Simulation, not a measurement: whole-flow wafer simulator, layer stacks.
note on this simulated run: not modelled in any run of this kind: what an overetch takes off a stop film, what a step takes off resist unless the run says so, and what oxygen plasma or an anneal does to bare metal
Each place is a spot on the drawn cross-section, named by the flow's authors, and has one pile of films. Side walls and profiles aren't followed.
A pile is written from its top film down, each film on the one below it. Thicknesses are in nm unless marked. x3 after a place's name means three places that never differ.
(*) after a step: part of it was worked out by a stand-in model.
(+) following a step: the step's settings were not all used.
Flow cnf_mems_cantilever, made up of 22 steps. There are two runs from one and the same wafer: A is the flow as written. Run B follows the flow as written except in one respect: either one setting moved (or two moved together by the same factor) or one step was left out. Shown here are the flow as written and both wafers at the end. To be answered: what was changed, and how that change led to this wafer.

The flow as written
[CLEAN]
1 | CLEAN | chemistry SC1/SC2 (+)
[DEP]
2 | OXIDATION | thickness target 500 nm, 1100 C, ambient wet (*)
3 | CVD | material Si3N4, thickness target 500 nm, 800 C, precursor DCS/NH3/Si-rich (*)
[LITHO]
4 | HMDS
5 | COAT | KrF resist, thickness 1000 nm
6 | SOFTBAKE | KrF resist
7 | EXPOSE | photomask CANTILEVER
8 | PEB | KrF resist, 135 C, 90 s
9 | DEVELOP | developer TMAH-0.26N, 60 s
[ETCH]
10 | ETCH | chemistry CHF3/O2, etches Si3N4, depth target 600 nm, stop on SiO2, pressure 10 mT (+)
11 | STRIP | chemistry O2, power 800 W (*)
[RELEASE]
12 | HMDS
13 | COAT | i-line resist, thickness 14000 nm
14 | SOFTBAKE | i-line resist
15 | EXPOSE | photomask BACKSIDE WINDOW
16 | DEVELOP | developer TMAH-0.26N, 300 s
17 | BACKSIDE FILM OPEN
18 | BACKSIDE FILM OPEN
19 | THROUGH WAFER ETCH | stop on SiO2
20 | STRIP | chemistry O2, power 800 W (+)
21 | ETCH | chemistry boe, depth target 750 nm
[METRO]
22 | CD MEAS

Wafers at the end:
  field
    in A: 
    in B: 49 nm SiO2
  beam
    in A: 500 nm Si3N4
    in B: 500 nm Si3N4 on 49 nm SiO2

The reason: step 21, ETCH: depth target 451 nm was run, while the flow as written has depth target 750 nm.

How this came from the change, step by step:
  21 | ETCH | chemistry boe, depth target 750 nm
      field: A SiO2 loses 500 (all of it) | B SiO2 loses 451
      beam: A under 1 film: SiO2 loses 500 (all of it) | B under 1 film: SiO2 loses 451
